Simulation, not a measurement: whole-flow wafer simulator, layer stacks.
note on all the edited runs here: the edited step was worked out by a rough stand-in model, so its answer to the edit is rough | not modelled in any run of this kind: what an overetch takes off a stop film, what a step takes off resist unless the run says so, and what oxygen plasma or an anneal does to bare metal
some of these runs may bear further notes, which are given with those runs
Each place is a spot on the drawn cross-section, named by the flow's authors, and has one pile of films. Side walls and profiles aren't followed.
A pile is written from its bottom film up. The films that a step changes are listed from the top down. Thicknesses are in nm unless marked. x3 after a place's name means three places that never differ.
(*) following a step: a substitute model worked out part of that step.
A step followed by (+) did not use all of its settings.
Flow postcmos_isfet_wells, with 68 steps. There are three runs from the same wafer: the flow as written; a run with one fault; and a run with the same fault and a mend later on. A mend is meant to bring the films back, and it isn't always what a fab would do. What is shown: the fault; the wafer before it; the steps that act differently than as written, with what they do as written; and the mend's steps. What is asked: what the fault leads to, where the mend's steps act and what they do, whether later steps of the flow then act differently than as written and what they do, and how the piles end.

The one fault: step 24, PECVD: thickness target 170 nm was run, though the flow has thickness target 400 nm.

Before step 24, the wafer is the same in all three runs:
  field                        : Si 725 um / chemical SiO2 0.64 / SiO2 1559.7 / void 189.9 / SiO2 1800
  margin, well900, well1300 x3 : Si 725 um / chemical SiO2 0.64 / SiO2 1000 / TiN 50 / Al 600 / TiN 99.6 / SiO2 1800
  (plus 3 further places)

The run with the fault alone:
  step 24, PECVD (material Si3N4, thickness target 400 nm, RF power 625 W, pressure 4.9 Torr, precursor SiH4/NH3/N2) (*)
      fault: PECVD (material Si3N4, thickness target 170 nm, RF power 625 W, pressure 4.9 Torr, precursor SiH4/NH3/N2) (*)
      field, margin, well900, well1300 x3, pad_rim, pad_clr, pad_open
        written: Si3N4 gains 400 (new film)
        fault: Si3N4 gains 170 (new film)
  Later steps of the flow acting differently than as written (not shown: 1 more step that differs only slightly, by at most 2% or 0.5 nm, whichever is larger):
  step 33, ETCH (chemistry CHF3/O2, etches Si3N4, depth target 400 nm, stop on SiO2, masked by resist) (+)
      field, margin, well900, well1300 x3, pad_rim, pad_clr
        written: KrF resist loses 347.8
        fault: KrF resist loses 221.7
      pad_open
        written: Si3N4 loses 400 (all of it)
        fault: Si3N4 loses 170 (all of it)
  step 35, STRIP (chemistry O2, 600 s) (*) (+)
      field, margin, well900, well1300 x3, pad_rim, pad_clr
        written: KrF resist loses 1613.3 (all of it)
        fault: KrF resist loses 1739.4 (all of it)
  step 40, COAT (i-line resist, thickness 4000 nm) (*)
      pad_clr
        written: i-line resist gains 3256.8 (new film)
        fault: i-line resist gains 3328.8 (new film)
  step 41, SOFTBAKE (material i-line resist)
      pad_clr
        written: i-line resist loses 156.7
        fault: i-line resist loses 133.9
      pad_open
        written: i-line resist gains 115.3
        fault: i-line resist gains 105
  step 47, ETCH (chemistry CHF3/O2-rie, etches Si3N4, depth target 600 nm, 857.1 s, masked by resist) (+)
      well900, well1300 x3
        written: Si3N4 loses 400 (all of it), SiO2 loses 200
        fault: Si3N4 loses 170 (all of it), SiO2 loses 430
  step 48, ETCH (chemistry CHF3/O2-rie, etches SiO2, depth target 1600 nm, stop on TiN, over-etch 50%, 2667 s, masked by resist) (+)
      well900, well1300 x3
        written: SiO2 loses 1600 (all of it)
        fault: SiO2 loses 1370 (all of it)
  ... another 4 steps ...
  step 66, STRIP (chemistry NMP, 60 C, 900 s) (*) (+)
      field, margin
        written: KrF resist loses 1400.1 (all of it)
        fault: KrF resist loses 1509.2 (all of it)
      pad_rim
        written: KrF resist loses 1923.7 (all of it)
        fault: KrF resist loses 1975 (all of it)
  By the end, the piles at field, margin, pad_rim, pad_clr depart from the flow's by more than 2% or 0.5 nm, whichever is larger.
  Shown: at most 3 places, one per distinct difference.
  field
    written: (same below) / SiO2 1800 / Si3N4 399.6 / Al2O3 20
    fault: (same below) / SiO2 1800 / Si3N4 169.6 / Al2O3 20
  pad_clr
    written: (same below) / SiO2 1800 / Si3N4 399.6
    fault: (same below) / SiO2 1800 / Si3N4 169.6

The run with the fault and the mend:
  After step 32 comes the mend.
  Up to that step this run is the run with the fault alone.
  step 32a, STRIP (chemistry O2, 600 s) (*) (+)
      field, margin, well900, well1300 x3, pad_rim, pad_clr
        KrF resist loses 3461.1 (all of it)
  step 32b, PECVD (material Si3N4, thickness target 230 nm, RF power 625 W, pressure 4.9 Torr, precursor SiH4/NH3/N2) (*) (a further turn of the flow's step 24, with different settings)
      field, margin, well900, well1300 x3, pad_rim, pad_clr, pad_open
        Si3N4 gains 230
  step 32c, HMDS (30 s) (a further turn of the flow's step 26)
      alters no film at any place that is followed
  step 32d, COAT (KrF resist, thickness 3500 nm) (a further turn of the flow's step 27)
      field, margin, well900, well1300 x3, pad_rim, pad_clr, pad_open
        KrF resist gains 3500 (new film)
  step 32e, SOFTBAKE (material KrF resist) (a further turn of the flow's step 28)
      alters no film at any place that is followed
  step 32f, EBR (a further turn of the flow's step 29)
      alters no film at any place that is followed
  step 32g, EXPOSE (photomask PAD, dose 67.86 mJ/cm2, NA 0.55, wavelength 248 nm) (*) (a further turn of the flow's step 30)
      alters no film at any place that is followed
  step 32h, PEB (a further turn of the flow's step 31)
      field, margin, well900, well1300 x3, pad_rim, pad_clr, pad_open
        KrF resist loses 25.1
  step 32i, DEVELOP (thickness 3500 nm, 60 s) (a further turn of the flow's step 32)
      field, margin, well900, well1300 x3, pad_rim, pad_clr
        KrF resist loses 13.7
      pad_open
        KrF resist loses 3474.9 (all of it)
  Every later step of the flow that is run acts as written at every place that is followed.
  The piles end the same as the flow's at every place that both follow.
